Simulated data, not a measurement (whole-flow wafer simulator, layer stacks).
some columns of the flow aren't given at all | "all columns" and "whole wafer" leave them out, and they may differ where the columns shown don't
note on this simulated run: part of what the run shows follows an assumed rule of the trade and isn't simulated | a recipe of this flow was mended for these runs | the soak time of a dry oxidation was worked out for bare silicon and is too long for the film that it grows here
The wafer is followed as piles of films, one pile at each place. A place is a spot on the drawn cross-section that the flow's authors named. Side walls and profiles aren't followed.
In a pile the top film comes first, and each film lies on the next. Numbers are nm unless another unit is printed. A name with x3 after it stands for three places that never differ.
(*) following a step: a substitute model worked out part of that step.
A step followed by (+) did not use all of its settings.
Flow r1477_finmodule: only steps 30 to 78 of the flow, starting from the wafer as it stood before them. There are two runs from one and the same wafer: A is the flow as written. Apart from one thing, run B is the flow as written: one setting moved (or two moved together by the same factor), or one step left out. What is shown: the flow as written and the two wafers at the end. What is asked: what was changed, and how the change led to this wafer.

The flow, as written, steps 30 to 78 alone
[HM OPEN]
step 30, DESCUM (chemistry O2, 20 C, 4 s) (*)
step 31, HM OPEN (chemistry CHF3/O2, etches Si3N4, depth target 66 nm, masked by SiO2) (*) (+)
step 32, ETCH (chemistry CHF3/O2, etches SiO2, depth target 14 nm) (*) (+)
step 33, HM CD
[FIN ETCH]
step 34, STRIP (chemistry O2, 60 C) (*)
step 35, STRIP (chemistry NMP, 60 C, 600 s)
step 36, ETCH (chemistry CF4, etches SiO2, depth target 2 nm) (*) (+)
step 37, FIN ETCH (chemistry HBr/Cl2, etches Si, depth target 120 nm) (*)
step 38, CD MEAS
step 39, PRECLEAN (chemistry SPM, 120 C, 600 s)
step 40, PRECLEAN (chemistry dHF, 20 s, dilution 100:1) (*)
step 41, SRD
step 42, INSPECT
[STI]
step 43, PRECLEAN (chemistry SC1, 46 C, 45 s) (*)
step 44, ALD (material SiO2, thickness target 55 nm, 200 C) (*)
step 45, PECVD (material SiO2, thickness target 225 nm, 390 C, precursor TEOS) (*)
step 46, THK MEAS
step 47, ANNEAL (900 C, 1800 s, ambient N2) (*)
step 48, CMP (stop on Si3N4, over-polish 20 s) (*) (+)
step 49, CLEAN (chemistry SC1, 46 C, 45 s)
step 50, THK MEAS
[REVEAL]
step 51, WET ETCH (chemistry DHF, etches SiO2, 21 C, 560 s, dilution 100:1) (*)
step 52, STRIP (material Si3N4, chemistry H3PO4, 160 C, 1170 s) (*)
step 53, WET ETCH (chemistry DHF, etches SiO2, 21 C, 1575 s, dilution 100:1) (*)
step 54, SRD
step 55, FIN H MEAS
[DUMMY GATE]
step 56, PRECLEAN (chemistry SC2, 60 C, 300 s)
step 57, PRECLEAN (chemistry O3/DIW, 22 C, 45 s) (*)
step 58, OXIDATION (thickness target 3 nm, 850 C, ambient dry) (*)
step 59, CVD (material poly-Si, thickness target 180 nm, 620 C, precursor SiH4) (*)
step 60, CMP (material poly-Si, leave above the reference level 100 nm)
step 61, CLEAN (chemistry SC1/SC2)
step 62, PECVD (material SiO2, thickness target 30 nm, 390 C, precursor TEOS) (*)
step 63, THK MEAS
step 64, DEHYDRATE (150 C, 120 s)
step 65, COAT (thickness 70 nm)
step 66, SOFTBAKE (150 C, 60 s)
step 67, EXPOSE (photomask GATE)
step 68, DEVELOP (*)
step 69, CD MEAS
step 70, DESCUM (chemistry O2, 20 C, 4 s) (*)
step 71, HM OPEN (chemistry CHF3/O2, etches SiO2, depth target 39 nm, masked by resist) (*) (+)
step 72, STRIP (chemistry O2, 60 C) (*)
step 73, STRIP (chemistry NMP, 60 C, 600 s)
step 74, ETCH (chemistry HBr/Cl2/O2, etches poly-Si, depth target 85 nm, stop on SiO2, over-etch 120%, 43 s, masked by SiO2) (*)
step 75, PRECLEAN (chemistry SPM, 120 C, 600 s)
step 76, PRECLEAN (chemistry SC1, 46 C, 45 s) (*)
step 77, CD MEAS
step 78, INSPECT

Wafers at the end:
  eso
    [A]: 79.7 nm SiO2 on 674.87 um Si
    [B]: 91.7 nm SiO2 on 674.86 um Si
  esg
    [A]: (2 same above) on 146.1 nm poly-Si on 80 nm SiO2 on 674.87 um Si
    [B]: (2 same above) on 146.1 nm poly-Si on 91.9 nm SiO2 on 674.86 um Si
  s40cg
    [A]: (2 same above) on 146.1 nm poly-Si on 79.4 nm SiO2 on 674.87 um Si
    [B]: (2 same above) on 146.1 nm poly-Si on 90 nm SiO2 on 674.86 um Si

The reason: step 31, HM OPEN: depth target 98.2 nm was run, though the flow has depth target 66 nm.

How this came from the change, step by step:
  step 31, HM OPEN (chemistry CHF3/O2, etches Si3N4, depth target 66 nm, masked by SiO2) (*) (+)
      pad, padg, esg and 13 more: A -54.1 Si3N4 (all of it), -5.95 SiO2 | B -54.1 Si3N4 (all of it), -10 SiO2 (all of it), -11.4 Si
      s40cg, s45cg, s50cg, s40co, s45co, s50co: A -60 Si3N4 (all of it), -3 SiO2 | B -60 Si3N4 (all of it), -10 SiO2 (all of it), -9.4 Si
      (as well as at 14 more places)
  step 32, ETCH (chemistry CHF3/O2, etches SiO2, depth target 14 nm) (*) (+)
      pad, padg: A -4.05 SiO2 (all of it), -1.99 Si | B -2.8 Si
      esg, eso: A -4.05 SiO2 (all of it), -1.99 Si | B -2.39 Si
      (as well as at 18 more places)
  step 34, STRIP (chemistry O2, 60 C) (*)
      elg, e40lg, e100lg, e200lg, elo, e40lo, e100lo, e200lo: A -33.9 e-beam-resist (all of it) | B -1.69 e-beam-resist (all of it)
  step 44, ALD (material SiO2, thickness target 55 nm, 200 C) (*)
      s40cg, s45cg, s40co, s45co: A +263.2 SiO2 (new film) | B +257.7 SiO2 (new film)
      esg, eso: A +223.2 SiO2 (new film) | B +235.2 SiO2 (new film)
      (as well as at 8 more places)
  step 48, CMP (stop on Si3N4, over-polish 20 s) (*) (+)
      s40cg, s40sg, s45cg and 9 more: A -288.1 SiO2 | B -272 SiO2
      s40sg_line, s45sg_line, s50sg_line, s40so_line, s45so_line, s50so_line: A -287 SiO2 (all of it), -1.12 Si3N4 | B -270.9 SiO2 (all of it), -1.12 Si3N4
      (as well as at 2 more places)
